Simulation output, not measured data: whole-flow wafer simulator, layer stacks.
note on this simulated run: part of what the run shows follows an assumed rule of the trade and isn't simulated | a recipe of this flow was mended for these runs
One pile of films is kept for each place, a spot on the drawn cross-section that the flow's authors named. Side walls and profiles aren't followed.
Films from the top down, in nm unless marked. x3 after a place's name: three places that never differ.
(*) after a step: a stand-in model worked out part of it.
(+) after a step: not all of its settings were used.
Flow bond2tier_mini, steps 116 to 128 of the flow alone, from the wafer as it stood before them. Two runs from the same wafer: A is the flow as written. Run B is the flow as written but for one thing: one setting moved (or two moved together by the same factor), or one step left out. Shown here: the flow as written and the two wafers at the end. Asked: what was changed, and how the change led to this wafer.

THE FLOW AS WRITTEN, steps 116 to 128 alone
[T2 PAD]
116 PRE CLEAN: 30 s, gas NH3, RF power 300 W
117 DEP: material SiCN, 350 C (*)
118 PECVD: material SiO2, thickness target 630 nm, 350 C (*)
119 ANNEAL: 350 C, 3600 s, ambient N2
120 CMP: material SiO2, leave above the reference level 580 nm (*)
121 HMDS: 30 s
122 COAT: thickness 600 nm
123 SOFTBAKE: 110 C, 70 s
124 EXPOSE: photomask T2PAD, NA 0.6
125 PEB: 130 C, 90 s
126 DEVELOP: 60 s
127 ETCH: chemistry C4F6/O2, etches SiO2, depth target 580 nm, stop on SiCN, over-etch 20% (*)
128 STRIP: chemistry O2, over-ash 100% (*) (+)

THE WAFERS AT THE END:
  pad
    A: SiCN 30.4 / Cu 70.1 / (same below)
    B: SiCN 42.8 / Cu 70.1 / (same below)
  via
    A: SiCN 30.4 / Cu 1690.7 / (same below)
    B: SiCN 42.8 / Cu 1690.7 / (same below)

The cause: step 127, ETCH: depth target 519.1 nm was run, where the flow has depth target 580 nm.

How the change led to this, step by step:
  127 ETCH: chemistry C4F6/O2, etches SiO2, depth target 580 nm, stop on SiCN, over-etch 20% (*)
      pad, via: A SiO2 -580 (all of it), SiCN -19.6 | B SiO2 -580 (all of it), SiCN -7.24
      field: A thick-KrF-resist -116 | B thick-KrF-resist -103.8
  128 STRIP: chemistry O2, over-ash 100% (*) (+)
      field: A thick-KrF-resist -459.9 (all of it) | B thick-KrF-resist -472.1 (all of it)
